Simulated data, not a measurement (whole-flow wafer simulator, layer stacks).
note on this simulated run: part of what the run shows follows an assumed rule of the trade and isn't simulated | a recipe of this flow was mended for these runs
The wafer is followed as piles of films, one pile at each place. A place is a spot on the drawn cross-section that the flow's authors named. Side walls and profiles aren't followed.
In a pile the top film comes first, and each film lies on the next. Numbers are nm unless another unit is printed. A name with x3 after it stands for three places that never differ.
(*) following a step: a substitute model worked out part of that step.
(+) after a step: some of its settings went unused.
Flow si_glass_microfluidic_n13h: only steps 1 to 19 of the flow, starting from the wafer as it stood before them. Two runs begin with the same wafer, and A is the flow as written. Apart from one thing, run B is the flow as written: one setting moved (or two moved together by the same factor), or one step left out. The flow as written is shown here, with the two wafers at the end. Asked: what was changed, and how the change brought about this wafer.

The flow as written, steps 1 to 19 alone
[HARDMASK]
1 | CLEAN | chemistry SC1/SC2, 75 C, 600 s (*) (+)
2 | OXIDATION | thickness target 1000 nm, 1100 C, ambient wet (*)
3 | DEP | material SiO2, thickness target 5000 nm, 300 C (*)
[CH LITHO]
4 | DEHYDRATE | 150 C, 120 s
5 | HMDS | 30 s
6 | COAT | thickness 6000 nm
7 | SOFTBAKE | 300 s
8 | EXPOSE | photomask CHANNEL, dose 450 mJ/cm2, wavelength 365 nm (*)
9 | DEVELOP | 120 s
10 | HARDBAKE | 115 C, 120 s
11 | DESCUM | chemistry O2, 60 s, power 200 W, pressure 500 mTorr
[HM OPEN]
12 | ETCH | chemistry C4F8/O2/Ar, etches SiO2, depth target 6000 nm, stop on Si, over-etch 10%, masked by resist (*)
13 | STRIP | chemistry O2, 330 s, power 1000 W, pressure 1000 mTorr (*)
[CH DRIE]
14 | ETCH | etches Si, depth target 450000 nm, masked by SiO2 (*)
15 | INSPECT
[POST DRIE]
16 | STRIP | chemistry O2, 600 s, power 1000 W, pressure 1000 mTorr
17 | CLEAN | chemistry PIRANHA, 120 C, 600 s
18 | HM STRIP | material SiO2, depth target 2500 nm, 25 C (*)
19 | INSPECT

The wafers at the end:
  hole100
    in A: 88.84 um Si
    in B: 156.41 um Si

What caused this: step 3, DEP: thickness target 6050 nm was run, whereas the flow has thickness target 5000 nm.

The path from the change to this, step by step:
  3 | DEP | material SiO2, thickness target 5000 nm, 300 C (*)
      land, hole100: A SiO2 gains 5000 | B SiO2 gains 6050
  12 | ETCH | chemistry C4F8/O2/Ar, etches SiO2, depth target 6000 nm, stop on Si, over-etch 10%, masked by resist (*)
      hole100: A SiO2 loses 6000 (all of it), Si loses 75 | B SiO2 loses 6600
  13 | STRIP | chemistry O2, 330 s, power 1000 W, pressure 1000 mTorr (*)
      hole100: A chemical SiO2 gains 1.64 (new film), Si loses 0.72 | B nothing
  14 | ETCH | etches Si, depth target 450000 nm, masked by SiO2 (*)
      hole100: A chemical SiO2 loses 1.64 (all of it), Si loses 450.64 um | B SiO2 loses 450 (all of it), Si loses 383.14 um
  18 | HM STRIP | material SiO2, depth target 2500 nm, 25 C (*)
      land: A SiO2 loses 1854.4 (all of it) | B SiO2 loses 2901.7 (all of it)
